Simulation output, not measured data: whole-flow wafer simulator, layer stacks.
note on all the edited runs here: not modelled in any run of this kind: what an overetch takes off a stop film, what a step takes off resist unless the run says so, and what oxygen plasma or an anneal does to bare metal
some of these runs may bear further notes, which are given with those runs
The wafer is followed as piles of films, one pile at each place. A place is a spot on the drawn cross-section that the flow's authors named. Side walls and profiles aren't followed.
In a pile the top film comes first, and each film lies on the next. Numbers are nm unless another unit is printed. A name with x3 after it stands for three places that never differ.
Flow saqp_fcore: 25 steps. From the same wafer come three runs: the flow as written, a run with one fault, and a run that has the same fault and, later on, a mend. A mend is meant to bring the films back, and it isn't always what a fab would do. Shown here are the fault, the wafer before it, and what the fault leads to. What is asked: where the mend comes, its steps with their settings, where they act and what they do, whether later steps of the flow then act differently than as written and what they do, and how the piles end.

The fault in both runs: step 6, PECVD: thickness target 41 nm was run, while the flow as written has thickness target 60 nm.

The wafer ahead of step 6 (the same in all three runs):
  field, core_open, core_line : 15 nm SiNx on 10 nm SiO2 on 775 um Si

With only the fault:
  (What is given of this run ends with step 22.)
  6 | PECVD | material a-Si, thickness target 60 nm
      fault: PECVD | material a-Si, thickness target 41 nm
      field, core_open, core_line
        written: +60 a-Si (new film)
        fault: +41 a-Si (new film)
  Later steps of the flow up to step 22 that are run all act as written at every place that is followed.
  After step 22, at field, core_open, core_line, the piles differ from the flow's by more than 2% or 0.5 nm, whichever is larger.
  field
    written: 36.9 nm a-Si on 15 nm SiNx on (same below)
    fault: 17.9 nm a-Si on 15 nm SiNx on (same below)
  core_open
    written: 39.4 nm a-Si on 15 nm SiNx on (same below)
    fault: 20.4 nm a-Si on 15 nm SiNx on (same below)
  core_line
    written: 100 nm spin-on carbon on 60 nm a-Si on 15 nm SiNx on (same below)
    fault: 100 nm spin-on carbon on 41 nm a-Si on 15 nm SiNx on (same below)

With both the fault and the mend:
  The mend stands after step 7.
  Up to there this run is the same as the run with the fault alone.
  7a | ETCH | chemistry tmah, depth target 47.15 nm
      field, core_open, core_line
        -41 a-Si (all of it)
  7b | PECVD | material a-Si, thickness target 60 nm (a further turn of the flow's step 6)
      field, core_open, core_line
        +60 a-Si (new film)
  Later steps of the flow that are run all act as written at every place that is followed.
  At every place that both follow, the piles at the end match the flow's.
